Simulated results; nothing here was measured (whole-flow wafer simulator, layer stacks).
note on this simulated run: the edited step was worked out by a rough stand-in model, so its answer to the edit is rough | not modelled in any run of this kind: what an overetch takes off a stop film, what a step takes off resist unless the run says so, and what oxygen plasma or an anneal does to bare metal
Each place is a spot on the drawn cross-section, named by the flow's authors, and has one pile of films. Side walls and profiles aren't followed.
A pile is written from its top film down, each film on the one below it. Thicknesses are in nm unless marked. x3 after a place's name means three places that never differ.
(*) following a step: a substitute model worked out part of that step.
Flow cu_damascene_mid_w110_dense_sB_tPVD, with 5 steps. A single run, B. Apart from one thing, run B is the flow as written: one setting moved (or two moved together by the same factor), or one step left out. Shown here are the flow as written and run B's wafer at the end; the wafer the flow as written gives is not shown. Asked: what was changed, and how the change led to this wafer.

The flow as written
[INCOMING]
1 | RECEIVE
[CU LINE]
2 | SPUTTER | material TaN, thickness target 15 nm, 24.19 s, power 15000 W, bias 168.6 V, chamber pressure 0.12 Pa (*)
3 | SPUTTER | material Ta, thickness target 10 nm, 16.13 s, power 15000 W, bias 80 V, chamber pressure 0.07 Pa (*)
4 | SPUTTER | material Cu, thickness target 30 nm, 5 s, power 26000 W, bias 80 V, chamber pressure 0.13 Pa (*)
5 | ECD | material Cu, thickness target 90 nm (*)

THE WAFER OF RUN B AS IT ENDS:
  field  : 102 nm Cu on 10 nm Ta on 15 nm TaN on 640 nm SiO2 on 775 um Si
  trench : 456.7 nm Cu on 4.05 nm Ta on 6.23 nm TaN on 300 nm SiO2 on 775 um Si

Cause: step 4, SPUTTER: 2 s was run, whereas the flow has 5 s.

Step by step, how the change led to this:
  4 | SPUTTER | material Cu, thickness target 30 nm, 5 s, power 26000 W, bias 80 V, chamber pressure 0.13 Pa (*)
      field: +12 Cu (new film) (as written it would have been: +30 Cu (new film))
      trench: +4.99 Cu (new film) (as written it would have been: +12.5 Cu (new film))
  5 | ECD | material Cu, thickness target 90 nm (*)
      trench: +451.7 Cu (as written it would have been: +462.2 Cu)
